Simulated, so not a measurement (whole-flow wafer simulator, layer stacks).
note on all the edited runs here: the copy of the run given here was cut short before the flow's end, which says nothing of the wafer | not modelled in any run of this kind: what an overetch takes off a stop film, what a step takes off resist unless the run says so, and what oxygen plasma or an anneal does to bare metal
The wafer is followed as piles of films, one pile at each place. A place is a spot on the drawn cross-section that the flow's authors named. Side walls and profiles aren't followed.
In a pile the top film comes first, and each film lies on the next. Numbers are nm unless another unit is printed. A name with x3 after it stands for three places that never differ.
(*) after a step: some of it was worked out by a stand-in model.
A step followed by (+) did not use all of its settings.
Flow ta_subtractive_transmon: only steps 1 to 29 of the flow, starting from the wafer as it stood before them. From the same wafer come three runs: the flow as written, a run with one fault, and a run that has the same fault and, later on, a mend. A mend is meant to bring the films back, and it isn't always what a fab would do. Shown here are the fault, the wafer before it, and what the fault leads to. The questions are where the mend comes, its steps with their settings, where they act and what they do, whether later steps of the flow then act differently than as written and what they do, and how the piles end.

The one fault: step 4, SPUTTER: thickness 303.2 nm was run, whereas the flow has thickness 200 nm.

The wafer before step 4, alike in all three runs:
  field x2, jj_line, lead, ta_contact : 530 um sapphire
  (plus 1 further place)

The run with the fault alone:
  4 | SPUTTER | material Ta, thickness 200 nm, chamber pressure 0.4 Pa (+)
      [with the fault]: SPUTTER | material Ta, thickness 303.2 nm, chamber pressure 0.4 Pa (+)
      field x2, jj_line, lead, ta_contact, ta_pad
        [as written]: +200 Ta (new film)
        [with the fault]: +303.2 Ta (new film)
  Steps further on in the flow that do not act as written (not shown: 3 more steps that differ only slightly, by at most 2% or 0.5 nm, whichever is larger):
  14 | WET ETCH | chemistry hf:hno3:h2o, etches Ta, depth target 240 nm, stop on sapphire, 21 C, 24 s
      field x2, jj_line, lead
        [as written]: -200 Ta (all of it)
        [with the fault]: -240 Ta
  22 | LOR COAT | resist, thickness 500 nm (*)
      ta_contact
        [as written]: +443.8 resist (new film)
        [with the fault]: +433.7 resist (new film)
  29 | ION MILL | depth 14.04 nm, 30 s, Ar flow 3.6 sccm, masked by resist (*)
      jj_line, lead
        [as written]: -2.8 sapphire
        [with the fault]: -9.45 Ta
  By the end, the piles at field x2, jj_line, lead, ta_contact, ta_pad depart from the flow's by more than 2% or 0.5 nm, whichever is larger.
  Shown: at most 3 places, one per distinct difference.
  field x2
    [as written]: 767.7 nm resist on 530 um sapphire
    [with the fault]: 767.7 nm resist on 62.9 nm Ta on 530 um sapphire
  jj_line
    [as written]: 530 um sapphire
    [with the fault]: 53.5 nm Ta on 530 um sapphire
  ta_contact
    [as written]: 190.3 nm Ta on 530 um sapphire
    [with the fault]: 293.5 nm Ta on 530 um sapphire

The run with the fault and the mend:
  After step 5 comes the mend.
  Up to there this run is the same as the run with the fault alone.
  5a | WET ETCH | chemistry hf:hno3:h2o, etches Ta, depth target 103.2 nm, stop on sapphire, 21 C, 10.32 s
      field x2, jj_line, lead, ta_contact, ta_pad
        -103.2 Ta
  Later steps of the flow that are run all act as written at every place that is followed.
  The piles end the same as the flow's at every place that both follow.
